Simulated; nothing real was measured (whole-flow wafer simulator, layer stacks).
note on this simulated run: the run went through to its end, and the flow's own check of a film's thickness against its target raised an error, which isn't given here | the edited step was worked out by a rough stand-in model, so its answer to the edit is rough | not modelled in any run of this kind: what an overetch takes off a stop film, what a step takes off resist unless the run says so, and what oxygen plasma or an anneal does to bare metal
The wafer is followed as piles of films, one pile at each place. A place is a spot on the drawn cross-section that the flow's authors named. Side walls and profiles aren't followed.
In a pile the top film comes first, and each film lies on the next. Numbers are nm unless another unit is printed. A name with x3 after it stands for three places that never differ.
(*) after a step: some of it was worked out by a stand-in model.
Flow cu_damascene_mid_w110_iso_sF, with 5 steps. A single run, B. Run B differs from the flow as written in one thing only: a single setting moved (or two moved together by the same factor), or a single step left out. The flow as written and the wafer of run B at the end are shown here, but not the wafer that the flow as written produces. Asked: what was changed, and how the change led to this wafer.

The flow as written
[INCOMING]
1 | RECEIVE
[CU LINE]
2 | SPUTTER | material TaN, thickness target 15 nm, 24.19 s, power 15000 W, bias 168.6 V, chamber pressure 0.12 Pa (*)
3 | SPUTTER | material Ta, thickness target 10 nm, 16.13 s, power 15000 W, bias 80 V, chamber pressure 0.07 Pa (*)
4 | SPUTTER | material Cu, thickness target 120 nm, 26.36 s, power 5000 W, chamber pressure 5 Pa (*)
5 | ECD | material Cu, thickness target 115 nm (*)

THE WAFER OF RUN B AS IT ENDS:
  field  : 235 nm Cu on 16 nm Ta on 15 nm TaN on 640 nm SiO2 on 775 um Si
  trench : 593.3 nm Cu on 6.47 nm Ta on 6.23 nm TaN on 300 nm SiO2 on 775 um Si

Cause: step 3, SPUTTER: thickness target 16 nm was run, while the flow as written has thickness target 10 nm; step 3, SPUTTER: 25.81 s was run, where the flow has 16.13 s.
The wafer lets one read it off: field has Ta 16, and step 3 as written asks for 10 nm.

Step by step, how the change led to this:
  3 | SPUTTER | material Ta, thickness target 10 nm, 16.13 s, power 15000 W, bias 80 V, chamber pressure 0.07 Pa (*)
      field: Ta gains 16 (new film) (as written it would have been: Ta gains 10 (new film))
      trench: Ta gains 6.47 (new film) (as written it would have been: Ta gains 4.05 (new film))
